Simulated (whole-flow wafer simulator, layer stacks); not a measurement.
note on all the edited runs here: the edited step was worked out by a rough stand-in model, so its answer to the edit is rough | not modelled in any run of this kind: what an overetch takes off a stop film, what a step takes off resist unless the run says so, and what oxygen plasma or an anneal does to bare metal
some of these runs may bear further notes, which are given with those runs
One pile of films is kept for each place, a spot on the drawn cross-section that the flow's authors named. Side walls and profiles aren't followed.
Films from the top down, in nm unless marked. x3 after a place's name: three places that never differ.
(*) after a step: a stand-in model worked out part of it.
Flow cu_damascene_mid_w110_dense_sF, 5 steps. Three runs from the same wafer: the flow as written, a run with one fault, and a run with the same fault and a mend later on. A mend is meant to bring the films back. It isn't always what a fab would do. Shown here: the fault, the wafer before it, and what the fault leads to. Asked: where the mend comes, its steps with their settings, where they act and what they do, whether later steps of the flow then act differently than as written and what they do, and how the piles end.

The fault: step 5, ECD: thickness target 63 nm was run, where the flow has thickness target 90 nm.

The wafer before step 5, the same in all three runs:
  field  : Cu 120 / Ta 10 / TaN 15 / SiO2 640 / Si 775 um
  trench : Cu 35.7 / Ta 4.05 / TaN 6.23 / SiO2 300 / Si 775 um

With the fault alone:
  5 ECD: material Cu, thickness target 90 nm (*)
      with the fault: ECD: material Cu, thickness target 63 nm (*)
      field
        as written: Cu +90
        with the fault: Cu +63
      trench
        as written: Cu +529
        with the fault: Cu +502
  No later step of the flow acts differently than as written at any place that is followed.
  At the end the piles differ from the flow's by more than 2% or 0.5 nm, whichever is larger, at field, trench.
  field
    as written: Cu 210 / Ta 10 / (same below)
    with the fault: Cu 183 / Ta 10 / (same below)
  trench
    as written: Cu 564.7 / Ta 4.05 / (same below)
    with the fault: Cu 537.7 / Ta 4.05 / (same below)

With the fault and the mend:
  The mend comes after step 5.
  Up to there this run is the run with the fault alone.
  5a ECD: material Cu, thickness target 27 nm (the flow's step 5 once more, with other settings)
      field, trench
        Cu +27
  No later step of the flow acts differently than as written at any place that is followed.
  At the end the piles are the same as the flow's at every place that both follow.
